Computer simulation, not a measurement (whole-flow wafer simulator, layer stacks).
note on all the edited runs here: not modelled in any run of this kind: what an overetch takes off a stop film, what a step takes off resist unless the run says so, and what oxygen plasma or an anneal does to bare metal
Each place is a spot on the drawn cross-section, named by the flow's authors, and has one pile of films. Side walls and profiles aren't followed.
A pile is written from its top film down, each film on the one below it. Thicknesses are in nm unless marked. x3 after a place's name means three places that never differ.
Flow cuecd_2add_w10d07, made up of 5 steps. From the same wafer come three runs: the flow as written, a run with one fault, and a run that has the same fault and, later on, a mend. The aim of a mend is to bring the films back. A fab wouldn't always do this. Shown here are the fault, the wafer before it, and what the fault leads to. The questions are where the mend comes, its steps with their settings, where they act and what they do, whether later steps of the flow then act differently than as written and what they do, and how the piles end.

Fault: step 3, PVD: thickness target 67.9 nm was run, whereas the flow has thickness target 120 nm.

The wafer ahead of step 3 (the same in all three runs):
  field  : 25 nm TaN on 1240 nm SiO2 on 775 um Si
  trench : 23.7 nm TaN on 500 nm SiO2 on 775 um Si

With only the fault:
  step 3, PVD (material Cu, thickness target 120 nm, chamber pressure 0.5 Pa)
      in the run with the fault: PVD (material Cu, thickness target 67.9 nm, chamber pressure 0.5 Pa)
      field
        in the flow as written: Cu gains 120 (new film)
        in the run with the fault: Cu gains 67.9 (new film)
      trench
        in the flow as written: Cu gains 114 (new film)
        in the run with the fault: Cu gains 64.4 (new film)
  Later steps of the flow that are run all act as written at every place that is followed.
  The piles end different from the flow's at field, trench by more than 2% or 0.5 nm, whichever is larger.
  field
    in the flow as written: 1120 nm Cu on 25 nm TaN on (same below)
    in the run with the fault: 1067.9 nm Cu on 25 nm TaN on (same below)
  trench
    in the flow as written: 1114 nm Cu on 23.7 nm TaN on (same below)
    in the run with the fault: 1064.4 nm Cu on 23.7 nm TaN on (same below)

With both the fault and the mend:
  After step 3 comes the mend.
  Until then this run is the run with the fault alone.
  step 3a, ETCH (chemistry cu recess dil, depth target 78.03 nm)
      field
        Cu loses 67.9 (all of it)
      trench
        Cu loses 64.4 (all of it)
  step 3b, PVD (material Cu, thickness target 120 nm, chamber pressure 0.5 Pa) (the flow's step 3, run once more)
      field
        Cu gains 120 (new film)
      trench
        Cu gains 114 (new film)
  Later steps of the flow that are run all act as written at every place that is followed.
  The piles end the same as the flow's at every place that both follow.
